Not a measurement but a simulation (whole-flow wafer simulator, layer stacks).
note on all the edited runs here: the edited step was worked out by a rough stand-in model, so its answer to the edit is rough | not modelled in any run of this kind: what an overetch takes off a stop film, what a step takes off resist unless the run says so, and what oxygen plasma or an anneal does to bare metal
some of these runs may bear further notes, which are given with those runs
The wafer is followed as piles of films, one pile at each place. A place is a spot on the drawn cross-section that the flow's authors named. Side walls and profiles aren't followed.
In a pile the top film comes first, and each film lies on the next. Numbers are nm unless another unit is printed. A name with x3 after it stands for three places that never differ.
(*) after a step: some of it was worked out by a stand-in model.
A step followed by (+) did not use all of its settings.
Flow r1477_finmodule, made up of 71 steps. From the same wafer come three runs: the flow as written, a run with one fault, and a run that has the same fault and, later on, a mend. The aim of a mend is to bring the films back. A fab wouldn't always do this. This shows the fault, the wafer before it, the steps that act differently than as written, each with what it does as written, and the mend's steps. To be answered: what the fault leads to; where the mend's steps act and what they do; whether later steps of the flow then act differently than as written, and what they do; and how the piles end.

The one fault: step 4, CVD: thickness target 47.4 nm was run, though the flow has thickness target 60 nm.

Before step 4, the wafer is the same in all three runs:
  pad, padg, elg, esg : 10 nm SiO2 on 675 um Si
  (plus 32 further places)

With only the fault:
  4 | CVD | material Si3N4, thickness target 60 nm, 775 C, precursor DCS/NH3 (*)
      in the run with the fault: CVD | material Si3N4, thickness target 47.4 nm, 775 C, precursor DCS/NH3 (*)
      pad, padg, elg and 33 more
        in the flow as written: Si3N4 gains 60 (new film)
        in the run with the fault: Si3N4 gains 47.4 (new film)
  Steps further on in the flow that do not act as written (not shown: 6 more steps that differ only slightly, by at most 2% or 0.5 nm, whichever is larger):
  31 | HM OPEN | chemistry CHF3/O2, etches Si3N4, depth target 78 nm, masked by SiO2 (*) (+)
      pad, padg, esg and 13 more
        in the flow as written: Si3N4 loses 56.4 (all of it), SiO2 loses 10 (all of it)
        in the run with the fault: Si3N4 loses 43.8 (all of it), SiO2 loses 10 (all of it)
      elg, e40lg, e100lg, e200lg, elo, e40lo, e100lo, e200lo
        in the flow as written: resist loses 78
        in the run with the fault: resist loses 65.7
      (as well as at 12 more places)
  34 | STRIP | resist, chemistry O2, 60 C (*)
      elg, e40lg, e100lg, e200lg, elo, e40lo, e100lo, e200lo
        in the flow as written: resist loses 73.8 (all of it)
        in the run with the fault: resist loses 86.1 (all of it)
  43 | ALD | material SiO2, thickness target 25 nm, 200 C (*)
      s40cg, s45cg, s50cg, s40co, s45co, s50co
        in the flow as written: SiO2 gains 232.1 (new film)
        in the run with the fault: SiO2 gains 225.7 (new film)
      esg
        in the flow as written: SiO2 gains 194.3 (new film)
        in the run with the fault: SiO2 gains 181.6 (new film)
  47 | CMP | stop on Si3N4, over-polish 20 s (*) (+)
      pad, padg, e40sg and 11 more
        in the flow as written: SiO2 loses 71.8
        in the run with the fault: SiO2 loses 84.4
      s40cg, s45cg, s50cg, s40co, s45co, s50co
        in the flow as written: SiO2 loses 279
        in the run with the fault: SiO2 loses 285.2
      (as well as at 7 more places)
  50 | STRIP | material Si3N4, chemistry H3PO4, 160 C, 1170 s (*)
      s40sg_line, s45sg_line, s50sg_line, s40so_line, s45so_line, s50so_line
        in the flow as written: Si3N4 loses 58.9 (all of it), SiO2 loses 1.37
        in the run with the fault: Si3N4 loses 46.3 (all of it), SiO2 loses 1.76
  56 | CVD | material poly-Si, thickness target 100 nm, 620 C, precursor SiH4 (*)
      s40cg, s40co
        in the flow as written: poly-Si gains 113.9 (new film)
        in the run with the fault: poly-Si gains 128.5 (new film)
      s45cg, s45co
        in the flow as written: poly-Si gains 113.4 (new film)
        in the run with the fault: poly-Si gains 128.5 (new film)
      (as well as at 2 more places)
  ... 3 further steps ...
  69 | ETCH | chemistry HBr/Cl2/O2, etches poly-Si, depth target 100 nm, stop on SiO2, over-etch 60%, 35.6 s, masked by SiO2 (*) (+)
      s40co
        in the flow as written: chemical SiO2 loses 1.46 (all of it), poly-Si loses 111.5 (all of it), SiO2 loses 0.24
        in the run with the fault: chemical SiO2 loses 1.46 (all of it), poly-Si loses 126.1 (all of it), SiO2 loses 0.17
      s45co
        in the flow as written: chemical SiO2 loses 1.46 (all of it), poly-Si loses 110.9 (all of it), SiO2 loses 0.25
        in the run with the fault: chemical SiO2 loses 1.46 (all of it), poly-Si loses 126.1 (all of it), SiO2 loses 0.17
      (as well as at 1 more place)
  The piles end different from the flow's at pad, padg, elg and 27 more by more than 2% or 0.5 nm, whichever is larger.
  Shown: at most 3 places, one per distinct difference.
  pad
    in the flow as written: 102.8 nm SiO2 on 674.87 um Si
    in the run with the fault: 90.2 nm SiO2 on 674.87 um Si
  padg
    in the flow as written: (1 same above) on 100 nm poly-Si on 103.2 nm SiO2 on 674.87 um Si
    in the run with the fault: (1 same above) on 100 nm poly-Si on 90.6 nm SiO2 on 674.87 um Si
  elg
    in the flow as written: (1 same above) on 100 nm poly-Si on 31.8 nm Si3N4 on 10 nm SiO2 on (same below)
    in the run with the fault: (1 same above) on 100 nm poly-Si on 19.2 nm Si3N4 on 10 nm SiO2 on (same below)

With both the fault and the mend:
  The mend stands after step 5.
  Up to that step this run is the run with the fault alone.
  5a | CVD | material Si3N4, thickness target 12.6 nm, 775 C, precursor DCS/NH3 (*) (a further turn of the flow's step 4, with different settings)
      pad, padg, elg and 33 more
        Si3N4 gains 12.6
  Every later step of the flow that is run acts as written at every place that is followed.
  At every place that both follow, the piles at the end match the flow's.
